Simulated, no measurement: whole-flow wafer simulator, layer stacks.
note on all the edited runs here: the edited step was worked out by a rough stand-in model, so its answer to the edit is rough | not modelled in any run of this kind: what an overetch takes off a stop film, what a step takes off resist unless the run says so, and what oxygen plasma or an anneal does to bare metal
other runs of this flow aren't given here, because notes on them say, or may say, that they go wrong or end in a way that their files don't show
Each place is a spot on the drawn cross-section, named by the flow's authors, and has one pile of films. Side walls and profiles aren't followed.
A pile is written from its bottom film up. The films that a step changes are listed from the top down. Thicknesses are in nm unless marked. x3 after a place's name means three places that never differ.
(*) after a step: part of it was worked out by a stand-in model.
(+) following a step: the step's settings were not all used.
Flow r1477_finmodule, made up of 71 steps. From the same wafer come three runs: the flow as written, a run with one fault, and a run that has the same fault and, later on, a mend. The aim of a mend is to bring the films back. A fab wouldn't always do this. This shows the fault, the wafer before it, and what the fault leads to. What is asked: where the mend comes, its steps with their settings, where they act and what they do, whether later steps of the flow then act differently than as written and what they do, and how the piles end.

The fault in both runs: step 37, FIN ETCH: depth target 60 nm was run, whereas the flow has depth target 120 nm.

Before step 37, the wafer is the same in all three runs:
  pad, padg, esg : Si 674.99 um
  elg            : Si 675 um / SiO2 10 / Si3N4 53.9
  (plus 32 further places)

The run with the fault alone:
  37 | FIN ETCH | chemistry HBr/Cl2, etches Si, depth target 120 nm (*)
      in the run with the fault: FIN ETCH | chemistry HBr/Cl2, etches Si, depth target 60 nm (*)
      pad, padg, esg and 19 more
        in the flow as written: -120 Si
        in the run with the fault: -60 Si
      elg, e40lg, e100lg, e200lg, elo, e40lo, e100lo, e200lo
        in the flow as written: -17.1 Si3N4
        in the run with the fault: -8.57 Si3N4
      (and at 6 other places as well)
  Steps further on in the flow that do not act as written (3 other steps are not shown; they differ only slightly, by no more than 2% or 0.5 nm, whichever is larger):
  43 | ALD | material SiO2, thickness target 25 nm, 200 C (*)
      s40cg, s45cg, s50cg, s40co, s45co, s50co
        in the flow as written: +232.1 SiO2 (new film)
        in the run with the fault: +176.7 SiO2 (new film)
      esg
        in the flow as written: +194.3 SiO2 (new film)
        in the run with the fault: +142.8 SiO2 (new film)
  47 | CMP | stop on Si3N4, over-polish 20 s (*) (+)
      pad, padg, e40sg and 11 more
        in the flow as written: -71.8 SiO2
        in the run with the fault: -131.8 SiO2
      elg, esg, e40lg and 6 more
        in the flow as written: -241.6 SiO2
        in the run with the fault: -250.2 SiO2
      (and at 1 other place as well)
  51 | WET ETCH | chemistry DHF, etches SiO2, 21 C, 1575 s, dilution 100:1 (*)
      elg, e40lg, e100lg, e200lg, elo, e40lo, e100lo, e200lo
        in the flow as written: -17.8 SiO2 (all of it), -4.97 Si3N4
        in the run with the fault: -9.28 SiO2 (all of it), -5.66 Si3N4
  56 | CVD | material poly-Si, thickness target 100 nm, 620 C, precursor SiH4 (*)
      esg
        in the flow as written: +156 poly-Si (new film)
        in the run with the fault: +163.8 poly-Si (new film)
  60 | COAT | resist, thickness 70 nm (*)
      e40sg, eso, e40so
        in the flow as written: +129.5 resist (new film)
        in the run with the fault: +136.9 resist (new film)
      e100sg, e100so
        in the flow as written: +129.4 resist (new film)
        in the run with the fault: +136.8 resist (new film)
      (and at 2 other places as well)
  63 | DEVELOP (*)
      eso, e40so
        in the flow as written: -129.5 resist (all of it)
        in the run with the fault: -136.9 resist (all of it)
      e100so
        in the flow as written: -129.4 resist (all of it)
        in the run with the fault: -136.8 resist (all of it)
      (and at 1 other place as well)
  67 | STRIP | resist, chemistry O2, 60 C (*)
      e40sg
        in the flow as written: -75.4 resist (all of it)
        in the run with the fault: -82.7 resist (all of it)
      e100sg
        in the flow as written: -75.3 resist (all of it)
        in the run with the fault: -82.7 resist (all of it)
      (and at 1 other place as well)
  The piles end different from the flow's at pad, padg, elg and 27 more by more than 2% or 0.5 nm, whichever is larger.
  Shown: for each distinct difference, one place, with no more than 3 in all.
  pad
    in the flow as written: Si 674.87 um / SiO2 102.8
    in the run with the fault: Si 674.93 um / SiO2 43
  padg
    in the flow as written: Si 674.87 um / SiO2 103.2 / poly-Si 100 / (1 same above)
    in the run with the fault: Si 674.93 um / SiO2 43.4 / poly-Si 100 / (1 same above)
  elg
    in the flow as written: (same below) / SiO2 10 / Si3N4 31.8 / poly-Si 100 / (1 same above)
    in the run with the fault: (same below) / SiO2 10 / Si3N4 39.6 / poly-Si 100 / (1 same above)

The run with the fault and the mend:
  The mend follows step 38.
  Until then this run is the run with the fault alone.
  38a | FIN ETCH | chemistry HBr/Cl2, etches Si, depth target 60 nm (*) (the flow's step 37 again, with other settings)
      pad, padg, esg and 19 more
        -60 Si
      elg, e40lg, e100lg, e200lg, elo, e40lo, e100lo, e200lo
        -8.57 Si3N4
      s40sg_line, s45sg_line, s50sg_line, s40so_line, s45so_line, s50so_line
        -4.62 SiO2
  Later steps of the flow that are run all act as written at every place that is followed.
  By the end, the piles equal the flow's at every place that both follow.
